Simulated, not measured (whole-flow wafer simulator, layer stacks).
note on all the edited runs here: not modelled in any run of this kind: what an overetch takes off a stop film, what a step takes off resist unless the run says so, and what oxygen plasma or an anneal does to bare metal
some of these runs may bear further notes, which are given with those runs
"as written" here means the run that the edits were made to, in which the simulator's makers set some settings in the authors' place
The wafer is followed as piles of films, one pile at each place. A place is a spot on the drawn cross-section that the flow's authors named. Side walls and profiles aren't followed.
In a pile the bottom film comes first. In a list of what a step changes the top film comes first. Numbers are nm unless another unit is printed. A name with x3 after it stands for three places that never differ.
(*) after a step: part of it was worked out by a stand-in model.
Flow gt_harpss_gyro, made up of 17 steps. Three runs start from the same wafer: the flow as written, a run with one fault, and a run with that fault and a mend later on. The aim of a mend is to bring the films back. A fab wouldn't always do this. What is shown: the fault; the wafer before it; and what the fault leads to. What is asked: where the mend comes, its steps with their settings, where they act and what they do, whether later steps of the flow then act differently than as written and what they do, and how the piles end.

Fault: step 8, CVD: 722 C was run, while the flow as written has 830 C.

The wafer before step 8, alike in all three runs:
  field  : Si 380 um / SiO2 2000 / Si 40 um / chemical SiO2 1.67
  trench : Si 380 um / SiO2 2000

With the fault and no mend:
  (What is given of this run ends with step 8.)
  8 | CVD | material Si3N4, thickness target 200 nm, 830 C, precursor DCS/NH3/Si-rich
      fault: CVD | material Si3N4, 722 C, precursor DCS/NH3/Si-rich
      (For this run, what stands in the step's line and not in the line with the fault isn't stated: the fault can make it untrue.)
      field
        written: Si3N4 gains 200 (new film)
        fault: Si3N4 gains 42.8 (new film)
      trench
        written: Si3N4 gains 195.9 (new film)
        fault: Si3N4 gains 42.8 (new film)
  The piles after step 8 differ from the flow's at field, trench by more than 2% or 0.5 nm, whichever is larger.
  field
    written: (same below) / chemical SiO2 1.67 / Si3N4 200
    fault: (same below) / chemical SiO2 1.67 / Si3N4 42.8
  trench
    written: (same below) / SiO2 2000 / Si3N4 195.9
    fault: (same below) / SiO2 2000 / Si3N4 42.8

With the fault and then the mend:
  The mend follows step 8.
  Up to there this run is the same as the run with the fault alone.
  8a | CVD | material Si3N4, thickness target 156.7 nm, 830 C, precursor DCS/NH3/Si-rich (a further turn of the flow's step 8, with different settings)
      field
        Si3N4 gains 156.7
      trench
        Si3N4 gains 153.3
  Later steps of the flow acting differently than as written:
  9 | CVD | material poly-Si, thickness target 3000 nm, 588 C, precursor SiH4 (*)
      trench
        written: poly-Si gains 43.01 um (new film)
        mend: poly-Si gains 43 um (new film)
  The piles end only slightly different from the flow's at the places that both follow, by no more than 2% or 0.5 nm, whichever is larger.
